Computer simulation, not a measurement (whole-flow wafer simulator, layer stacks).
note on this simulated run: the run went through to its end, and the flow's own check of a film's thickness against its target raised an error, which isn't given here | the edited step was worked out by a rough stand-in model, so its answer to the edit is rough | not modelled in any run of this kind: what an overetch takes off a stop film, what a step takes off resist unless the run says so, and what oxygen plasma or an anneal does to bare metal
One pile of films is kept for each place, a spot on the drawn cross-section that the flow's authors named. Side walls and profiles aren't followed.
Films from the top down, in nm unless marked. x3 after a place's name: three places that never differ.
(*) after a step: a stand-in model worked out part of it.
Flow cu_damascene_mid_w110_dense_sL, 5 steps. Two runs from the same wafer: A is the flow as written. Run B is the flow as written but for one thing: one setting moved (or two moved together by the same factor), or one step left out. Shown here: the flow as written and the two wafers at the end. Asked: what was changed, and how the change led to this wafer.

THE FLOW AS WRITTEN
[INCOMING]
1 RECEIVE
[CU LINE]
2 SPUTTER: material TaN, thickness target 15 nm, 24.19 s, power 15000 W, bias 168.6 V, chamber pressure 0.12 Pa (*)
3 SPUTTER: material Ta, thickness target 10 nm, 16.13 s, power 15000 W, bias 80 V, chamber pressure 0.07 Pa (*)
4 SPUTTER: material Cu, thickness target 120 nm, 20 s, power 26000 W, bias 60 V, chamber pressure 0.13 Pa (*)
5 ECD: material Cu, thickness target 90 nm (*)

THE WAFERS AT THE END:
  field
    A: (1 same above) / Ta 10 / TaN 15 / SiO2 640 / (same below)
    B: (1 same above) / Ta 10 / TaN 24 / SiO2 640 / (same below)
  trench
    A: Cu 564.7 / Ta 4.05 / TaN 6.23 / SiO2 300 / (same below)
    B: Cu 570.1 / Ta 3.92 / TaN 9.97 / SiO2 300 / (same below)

The cause: step 2, SPUTTER: 38.7 s was run, where the flow has 24.19 s.

How the change led to this, step by step:
  2 SPUTTER: material TaN, thickness target 15 nm, 24.19 s, power 15000 W, bias 168.6 V, chamber pressure 0.12 Pa (*)
      field: A TaN +15 (new film) | B TaN +24 (new film)
      trench: A TaN +6.23 (new film) | B TaN +9.97 (new film)
  4 SPUTTER: material Cu, thickness target 120 nm, 20 s, power 26000 W, bias 60 V, chamber pressure 0.13 Pa (*)
      trench: A Cu +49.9 (new film) | B Cu +48.4 (new film)
